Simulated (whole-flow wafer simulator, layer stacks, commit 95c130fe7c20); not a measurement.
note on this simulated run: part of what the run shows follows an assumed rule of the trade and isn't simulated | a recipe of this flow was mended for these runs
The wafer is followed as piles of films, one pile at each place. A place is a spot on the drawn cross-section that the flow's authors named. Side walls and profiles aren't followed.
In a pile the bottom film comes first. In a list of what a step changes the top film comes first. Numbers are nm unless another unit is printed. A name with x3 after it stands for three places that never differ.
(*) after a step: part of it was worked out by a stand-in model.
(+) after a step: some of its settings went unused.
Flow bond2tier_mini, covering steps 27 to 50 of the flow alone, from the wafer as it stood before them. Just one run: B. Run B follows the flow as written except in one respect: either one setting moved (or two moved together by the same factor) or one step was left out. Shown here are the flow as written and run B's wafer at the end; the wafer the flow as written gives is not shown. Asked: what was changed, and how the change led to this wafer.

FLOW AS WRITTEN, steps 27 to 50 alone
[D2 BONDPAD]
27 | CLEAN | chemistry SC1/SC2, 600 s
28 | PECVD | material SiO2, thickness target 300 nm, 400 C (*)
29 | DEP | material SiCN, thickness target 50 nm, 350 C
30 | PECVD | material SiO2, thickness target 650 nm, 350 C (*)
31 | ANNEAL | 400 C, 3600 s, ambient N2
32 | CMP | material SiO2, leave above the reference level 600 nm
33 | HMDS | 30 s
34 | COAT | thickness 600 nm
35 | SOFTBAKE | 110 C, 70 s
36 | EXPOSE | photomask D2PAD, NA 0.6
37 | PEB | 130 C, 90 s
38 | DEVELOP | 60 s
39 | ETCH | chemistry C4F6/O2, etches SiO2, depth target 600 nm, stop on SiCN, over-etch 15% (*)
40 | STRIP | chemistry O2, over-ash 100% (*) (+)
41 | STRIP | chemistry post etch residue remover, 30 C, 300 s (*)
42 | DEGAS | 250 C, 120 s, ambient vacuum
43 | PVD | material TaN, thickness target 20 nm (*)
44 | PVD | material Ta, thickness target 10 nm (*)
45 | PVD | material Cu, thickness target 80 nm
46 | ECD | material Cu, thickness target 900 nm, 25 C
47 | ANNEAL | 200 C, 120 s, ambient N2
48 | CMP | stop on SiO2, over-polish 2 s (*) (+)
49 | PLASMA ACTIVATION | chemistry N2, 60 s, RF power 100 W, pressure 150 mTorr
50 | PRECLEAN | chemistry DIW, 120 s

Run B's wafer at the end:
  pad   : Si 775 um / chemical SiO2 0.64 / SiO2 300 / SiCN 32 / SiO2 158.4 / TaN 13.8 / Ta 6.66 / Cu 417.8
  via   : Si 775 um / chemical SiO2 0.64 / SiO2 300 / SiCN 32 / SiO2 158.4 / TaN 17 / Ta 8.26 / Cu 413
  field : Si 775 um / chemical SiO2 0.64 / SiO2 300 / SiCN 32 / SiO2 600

The reason: step 29, DEP: thickness target 32 nm was run, whereas the flow has thickness target 50 nm; step 39, ETCH: depth target 384 nm was run, where the flow has depth target 600 nm.
The wafer itself shows it: field has SiCN 32, and step 29 as written asks for 50 nm.

How this came from the change, step by step:
  29 | DEP | material SiCN, thickness target 50 nm, 350 C
      field, pad, via: +32 SiCN (new film) (in the flow as written it would be: +50 SiCN (new film))
  39 | ETCH | chemistry C4F6/O2, etches SiO2, depth target 600 nm, stop on SiCN, over-etch 15% (*)
      pad, via: -441.6 SiO2 (in the flow as written it would be: -600 SiO2 (all of it), -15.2 SiCN)
      field: -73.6 thick-KrF-resist (in the flow as written it would be: -115 thick-KrF-resist)
  40 | STRIP | chemistry O2, over-ash 100% (*) (+)
      field: -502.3 thick-KrF-resist (all of it) (in the flow as written it would be: -460.9 thick-KrF-resist (all of it))
  43 | PVD | material TaN, thickness target 20 nm (*)
      pad: +13.8 TaN (new film) (in the flow as written it would be: +12.3 TaN (new film))
      via: +17 TaN (new film) (in the flow as written it would be: +14.9 TaN (new film))
  44 | PVD | material Ta, thickness target 10 nm (*)
      pad: +6.66 Ta (new film) (in the flow as written it would be: +5.88 Ta (new film))
      via: +8.26 Ta (new film) (in the flow as written it would be: +7.07 Ta (new film))
  45 | PVD | material Cu, thickness target 80 nm
      pad: +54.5 Cu (new film) (in the flow as written it would be: +48.4 Cu (new film))
      via: +67.8 Cu (new film) (in the flow as written it would be: +59 Cu (new film))
  46 | ECD | material Cu, thickness target 900 nm, 25 C
      pad: +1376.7 Cu (in the flow as written it would be: +1558.7 Cu)
      via: +1358.5 Cu (in the flow as written it would be: +1544.3 Cu)
